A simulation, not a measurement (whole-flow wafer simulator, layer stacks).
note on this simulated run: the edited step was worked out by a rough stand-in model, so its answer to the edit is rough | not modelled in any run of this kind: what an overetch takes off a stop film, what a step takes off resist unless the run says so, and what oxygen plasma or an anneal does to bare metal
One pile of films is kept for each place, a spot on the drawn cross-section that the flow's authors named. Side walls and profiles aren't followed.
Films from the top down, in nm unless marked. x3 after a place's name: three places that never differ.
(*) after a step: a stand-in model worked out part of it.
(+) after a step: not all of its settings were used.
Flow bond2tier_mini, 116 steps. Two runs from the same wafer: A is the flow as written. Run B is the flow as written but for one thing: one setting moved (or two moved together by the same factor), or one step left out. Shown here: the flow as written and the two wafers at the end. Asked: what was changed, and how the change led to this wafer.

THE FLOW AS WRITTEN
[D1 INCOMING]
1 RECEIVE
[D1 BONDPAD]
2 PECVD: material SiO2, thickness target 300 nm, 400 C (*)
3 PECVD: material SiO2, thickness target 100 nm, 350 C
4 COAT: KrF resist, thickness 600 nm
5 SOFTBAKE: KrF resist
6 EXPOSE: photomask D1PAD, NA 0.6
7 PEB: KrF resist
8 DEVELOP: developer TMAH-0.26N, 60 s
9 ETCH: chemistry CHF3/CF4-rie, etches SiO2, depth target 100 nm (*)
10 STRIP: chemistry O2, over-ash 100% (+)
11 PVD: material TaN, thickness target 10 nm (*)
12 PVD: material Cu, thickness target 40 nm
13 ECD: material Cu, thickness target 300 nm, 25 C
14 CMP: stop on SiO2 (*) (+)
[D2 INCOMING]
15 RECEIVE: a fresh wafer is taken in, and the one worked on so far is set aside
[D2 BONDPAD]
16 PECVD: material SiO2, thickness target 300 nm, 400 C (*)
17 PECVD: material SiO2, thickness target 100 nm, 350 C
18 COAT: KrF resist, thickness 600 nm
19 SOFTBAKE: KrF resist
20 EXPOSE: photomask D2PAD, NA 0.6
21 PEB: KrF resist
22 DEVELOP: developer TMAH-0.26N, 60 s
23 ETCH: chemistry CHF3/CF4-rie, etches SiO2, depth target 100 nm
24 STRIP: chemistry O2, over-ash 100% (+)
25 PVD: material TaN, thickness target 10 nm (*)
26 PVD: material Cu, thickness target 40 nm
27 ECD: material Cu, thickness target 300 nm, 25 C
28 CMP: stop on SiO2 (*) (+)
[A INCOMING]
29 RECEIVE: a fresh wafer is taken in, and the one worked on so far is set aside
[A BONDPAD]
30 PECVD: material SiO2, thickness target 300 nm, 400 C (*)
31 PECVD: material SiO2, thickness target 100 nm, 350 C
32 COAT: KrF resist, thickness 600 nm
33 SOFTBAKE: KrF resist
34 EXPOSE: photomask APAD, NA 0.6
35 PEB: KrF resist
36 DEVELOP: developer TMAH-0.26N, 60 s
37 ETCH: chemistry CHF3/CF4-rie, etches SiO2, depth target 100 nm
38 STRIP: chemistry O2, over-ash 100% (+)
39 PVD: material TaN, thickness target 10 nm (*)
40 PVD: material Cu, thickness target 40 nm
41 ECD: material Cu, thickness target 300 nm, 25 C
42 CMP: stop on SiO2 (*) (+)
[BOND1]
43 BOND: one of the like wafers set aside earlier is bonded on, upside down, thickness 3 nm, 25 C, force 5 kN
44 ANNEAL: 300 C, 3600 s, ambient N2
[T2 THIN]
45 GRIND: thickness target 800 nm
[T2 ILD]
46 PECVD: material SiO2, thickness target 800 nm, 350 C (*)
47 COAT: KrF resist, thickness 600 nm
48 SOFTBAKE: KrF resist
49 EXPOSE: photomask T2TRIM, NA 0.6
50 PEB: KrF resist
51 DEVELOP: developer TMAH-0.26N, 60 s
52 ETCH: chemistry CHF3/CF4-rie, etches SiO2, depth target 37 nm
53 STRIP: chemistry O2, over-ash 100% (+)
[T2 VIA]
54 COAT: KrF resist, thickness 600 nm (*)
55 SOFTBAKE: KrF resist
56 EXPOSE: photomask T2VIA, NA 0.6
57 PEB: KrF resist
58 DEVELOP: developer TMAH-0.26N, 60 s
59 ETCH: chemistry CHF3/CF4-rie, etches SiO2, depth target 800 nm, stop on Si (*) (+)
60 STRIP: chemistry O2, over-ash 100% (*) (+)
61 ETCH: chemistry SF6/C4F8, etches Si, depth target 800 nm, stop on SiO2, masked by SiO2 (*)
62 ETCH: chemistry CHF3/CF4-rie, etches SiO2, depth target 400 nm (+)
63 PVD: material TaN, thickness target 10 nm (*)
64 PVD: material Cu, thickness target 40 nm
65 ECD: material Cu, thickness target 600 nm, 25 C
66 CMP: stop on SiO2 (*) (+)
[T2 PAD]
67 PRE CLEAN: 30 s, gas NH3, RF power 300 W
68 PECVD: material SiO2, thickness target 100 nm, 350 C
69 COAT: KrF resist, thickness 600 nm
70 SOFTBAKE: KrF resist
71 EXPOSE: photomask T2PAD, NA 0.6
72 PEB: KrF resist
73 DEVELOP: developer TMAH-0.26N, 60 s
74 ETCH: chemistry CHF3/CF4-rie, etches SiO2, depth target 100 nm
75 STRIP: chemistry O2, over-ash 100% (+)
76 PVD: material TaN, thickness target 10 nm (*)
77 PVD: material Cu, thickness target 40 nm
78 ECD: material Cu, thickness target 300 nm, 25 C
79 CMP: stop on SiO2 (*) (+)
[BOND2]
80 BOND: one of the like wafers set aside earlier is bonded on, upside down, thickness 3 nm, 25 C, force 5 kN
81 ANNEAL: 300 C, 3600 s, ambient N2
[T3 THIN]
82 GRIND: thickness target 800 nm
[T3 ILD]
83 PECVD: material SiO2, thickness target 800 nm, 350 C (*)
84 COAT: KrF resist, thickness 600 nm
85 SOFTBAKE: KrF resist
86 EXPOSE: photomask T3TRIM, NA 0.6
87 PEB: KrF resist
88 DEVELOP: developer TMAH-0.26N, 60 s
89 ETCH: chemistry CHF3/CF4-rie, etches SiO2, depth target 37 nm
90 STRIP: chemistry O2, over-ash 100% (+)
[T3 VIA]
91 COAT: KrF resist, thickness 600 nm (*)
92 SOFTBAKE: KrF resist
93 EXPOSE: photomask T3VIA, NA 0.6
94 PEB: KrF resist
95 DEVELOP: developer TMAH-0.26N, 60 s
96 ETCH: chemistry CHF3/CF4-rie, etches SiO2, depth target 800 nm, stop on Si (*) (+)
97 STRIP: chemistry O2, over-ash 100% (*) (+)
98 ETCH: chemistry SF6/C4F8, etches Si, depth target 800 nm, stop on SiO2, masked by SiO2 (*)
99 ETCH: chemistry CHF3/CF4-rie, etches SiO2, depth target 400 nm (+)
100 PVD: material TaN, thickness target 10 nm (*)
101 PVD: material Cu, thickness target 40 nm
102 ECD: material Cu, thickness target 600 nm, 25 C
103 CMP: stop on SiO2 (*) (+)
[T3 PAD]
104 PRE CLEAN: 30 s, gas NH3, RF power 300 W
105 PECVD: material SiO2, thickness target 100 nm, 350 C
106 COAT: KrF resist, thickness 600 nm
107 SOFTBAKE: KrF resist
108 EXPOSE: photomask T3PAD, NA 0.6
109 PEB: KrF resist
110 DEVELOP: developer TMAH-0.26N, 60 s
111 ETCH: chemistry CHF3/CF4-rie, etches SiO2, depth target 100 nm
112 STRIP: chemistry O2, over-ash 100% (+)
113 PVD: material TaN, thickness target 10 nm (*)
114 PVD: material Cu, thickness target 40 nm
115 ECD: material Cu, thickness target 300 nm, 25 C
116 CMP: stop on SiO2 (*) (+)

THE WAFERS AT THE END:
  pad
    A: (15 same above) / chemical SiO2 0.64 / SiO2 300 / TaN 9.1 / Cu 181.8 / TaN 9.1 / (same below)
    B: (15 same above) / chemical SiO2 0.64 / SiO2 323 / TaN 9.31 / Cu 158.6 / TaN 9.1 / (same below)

The cause: step 9, ETCH: depth target 77 nm was run, where the flow has depth target 100 nm.

How the change led to this, step by step:
  9 ETCH: chemistry CHF3/CF4-rie, etches SiO2, depth target 100 nm (*)
      pad, via: A SiO2 -100 | B SiO2 -77
      field: A KrF resist -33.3 | B KrF resist -25.7
  12 PVD: material Cu, thickness target 40 nm
      pad: A Cu +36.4 (new film) | B Cu +37.2 (new film)
  13 ECD: material Cu, thickness target 300 nm, 25 C
      pad: A Cu +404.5 | B Cu +380.5
      via: A Cu +400.2 | B Cu +377.1
  43 BOND: one of the like wafers set aside earlier is bonded on, upside down, thickness 3 nm, 25 C, force 5 kN
      pad: A Si +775 um (new film), chemical SiO2 +0.64 (new film), SiO2 +300 (new film), TaN +9.1 (new film), Cu +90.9 | B Si +775 um (new film), chemical SiO2 +0.64 (new film), SiO2 +323 (new film), TaN +9.31 (new film), Cu +67.7
      via: A Si +775 um (new film), chemical SiO2 +0.64 (new film), SiO2 +300 (new film), TaN +9.97 (new film), Cu +90 | B Si +775 um (new film), chemical SiO2 +0.64 (new film), SiO2 +323 (new film), TaN +9.99 (new film), Cu +67
